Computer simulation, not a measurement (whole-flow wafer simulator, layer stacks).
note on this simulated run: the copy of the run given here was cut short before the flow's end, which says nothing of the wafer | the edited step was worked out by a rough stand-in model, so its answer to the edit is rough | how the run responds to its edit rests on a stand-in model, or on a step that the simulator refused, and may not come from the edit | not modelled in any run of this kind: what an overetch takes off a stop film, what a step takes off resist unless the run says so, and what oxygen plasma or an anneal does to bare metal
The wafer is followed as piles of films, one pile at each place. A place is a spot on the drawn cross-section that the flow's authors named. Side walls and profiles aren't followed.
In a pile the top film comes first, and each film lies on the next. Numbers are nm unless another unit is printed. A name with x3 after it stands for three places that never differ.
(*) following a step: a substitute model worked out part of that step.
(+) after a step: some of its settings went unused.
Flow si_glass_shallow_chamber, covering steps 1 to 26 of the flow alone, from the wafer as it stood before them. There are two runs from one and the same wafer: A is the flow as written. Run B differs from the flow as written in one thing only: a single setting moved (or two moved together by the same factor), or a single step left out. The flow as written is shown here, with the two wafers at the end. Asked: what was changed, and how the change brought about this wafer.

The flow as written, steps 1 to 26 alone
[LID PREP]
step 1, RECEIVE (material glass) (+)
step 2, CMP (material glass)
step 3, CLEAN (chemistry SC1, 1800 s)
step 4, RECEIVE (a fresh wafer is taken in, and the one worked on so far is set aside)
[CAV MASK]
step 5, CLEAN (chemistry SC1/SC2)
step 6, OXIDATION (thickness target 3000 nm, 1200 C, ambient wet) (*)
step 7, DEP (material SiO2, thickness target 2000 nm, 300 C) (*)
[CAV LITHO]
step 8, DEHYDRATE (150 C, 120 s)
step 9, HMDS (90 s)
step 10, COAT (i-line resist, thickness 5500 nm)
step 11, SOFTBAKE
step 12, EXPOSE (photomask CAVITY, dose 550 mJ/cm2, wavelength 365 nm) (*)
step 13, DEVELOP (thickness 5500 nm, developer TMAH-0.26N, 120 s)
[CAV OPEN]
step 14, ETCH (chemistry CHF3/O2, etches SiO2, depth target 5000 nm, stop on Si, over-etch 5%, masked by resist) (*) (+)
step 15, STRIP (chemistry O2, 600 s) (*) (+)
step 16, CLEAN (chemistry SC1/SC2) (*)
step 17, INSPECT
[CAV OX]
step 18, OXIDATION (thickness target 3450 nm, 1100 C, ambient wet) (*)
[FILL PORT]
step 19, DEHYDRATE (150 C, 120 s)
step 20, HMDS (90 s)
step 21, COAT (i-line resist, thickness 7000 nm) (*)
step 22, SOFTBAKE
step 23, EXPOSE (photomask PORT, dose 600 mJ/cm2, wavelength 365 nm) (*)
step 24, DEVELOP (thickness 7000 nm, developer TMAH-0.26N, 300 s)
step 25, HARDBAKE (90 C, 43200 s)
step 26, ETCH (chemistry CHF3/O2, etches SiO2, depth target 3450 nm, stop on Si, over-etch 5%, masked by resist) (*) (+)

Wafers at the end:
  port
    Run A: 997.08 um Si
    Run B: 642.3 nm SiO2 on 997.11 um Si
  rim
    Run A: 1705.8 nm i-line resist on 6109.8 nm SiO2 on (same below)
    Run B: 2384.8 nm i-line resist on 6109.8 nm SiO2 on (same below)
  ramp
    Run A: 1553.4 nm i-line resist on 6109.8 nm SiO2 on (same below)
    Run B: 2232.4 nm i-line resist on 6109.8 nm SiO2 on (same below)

The reason: step 26, ETCH: depth target 2674 nm was run, though the flow has depth target 3450 nm.

The path from the change to this, step by step:
  step 26, ETCH (chemistry CHF3/O2, etches SiO2, depth target 3450 nm, stop on Si, over-etch 5%, masked by resist) (*) (+)
      port: A SiO2 loses 3450 (all of it), Si loses 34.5 | B SiO2 loses 2807.7
      rim, ramp, cav, ring: A i-line resist loses 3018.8 | B i-line resist loses 2339.8
      (also at 1 further place)
